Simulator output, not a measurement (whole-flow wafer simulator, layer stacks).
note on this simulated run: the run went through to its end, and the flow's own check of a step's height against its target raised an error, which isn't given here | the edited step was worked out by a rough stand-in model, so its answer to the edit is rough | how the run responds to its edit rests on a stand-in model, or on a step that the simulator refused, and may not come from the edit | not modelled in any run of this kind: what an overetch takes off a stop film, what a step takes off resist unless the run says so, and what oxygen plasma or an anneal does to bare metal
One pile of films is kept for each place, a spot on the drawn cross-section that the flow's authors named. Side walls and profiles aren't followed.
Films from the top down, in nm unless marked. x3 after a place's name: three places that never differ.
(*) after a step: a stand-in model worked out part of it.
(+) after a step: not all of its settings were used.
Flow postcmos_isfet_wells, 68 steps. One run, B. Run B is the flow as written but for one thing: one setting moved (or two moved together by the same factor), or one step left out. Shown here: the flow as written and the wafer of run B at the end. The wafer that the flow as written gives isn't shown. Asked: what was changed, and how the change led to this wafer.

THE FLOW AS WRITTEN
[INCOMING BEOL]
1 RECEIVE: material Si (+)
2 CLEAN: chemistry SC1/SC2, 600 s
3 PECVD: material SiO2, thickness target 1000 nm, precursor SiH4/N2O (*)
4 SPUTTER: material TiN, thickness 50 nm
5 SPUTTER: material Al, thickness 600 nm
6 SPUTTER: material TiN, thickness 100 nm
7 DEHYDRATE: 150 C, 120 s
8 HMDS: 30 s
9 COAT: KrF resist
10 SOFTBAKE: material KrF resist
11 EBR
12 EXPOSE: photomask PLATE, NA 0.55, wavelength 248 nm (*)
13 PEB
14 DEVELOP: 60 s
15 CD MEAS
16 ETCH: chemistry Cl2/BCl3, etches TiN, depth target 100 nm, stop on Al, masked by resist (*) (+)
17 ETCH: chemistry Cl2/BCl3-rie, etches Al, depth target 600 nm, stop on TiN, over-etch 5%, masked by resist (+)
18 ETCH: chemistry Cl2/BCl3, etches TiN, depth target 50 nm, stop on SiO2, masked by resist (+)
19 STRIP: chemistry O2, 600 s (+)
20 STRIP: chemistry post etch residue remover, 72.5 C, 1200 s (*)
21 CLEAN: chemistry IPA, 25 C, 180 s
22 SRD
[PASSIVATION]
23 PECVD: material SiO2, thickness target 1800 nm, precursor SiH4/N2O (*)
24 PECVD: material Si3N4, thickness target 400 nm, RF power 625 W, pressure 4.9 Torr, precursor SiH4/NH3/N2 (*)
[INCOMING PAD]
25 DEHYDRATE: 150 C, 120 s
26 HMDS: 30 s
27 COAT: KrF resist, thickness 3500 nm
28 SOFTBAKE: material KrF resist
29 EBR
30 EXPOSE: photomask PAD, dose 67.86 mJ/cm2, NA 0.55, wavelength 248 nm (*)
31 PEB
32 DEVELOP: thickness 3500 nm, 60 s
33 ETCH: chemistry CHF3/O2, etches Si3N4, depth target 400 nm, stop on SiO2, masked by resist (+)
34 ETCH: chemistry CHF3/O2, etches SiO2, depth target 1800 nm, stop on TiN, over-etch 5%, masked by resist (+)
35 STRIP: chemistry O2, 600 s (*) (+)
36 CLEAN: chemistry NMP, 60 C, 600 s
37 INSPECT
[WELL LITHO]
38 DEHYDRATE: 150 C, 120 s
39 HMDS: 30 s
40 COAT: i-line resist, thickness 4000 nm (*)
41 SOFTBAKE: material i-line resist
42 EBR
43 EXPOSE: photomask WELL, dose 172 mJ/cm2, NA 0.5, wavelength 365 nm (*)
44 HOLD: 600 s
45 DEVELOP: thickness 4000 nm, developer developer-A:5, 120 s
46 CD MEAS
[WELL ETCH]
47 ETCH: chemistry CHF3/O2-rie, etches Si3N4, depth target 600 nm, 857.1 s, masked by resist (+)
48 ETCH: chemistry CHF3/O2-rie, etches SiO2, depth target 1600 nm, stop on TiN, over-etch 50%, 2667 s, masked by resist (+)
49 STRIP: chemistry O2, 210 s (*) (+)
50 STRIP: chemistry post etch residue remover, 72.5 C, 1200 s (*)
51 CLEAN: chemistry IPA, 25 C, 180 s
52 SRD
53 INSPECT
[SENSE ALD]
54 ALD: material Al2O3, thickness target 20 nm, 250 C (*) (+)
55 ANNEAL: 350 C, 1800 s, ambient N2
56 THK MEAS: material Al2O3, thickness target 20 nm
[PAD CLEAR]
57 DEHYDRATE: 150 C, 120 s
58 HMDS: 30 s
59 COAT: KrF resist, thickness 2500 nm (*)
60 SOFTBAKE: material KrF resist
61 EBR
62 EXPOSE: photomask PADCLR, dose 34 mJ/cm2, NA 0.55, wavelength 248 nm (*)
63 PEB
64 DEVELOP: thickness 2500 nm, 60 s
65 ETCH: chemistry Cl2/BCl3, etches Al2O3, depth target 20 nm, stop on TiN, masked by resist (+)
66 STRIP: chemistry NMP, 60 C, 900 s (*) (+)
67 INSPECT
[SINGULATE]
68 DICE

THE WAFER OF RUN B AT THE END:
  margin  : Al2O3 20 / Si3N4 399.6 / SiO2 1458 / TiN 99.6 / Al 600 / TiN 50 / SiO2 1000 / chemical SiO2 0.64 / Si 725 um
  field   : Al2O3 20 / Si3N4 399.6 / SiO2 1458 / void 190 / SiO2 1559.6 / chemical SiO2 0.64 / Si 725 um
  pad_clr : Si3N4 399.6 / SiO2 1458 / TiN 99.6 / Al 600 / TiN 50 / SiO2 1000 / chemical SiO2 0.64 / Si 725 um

The cause: step 23, PECVD: thickness target 1458 nm was run, where the flow has thickness target 1800 nm.
It can be read off the wafer: margin has SiO2 1458, and step 23 as written asks for 1800 nm.

How the change led to this, step by step:
  23 PECVD: material SiO2, thickness target 1800 nm, precursor SiH4/N2O (*)
      margin, well900, well1300 x3, pad_rim, pad_clr, pad_open: SiO2 +1458 (new film) (as written it would be: SiO2 +1800 (new film))
      field: SiO2 +1458 (new film), void +190 (new film), SiO2 +559.6 (as written it would be: SiO2 +1800 (new film), void +189.9 (new film), SiO2 +559.7)
  34 ETCH: chemistry CHF3/O2, etches SiO2, depth target 1800 nm, stop on TiN, over-etch 5%, masked by resist (+)
      field, margin, well900, well1300 x3, pad_rim, pad_clr: KrF resist -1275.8 (as written it would be: KrF resist -1500)
      pad_open: SiO2 -1458 (all of it) (as written it would be: SiO2 -1800 (all of it))
  35 STRIP: chemistry O2, 600 s (*) (+)
      field, margin, well900, well1300 x3, pad_rim, pad_clr: KrF resist -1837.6 (all of it) (as written it would be: KrF resist -1613.3 (all of it))
  40 COAT: i-line resist, thickness 4000 nm (*)
      pad_clr: i-line resist +3364.6 (new film) (as written it would be: i-line resist +3256.8 (new film))
      pad_open: i-line resist +4681.5 (new film) (as written it would be: i-line resist +4804.7 (new film))
  41 SOFTBAKE: material i-line resist
      pad_clr: i-line resist -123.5 (as written it would be: i-line resist -156.7)
      pad_open: i-line resist +99.9 (as written it would be: i-line resist +115.3)
  48 ETCH: chemistry CHF3/O2-rie, etches SiO2, depth target 1600 nm, stop on TiN, over-etch 50%, 2667 s, masked by resist (+)
      well900, well1300 x3: SiO2 -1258 (all of it) (as written it would be: SiO2 -1600 (all of it))
  49 STRIP: chemistry O2, 210 s (*) (+)
      pad_clr: i-line resist -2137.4 (all of it) (as written it would be: i-line resist -1996.5 (all of it))
      pad_open: i-line resist -3677.8 (all of it) (as written it would be: i-line resist -3816.3 (all of it))
  59 COAT: KrF resist, thickness 2500 nm (*)
      field: KrF resist +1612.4 (new film) (as written it would be: KrF resist +1449 (new film))
      margin: KrF resist +1612.3 (new film) (as written it would be: KrF resist +1448.9 (new film))
      (and at 3 more places)
  63 PEB
      field, margin: KrF resist -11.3 (as written it would be: KrF resist -10.1)
      pad_rim: KrF resist -14.5 (as written it would be: KrF resist -13.9)
      (and at 2 more places)
  64 DEVELOP: thickness 2500 nm, 60 s
      pad_clr: KrF resist -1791 (all of it) (as written it would be: KrF resist -1676 (all of it))
      pad_open: KrF resist -2959.6 (all of it) (as written it would be: KrF resist -3045.1 (all of it))
  66 STRIP: chemistry NMP, 60 C, 900 s (*) (+)
      field, margin: KrF resist -1562.3 (all of it) (as written it would be: KrF resist -1400.1 (all of it))
      pad_rim: KrF resist -2000.8 (all of it) (as written it would be: KrF resist -1923.7 (all of it))
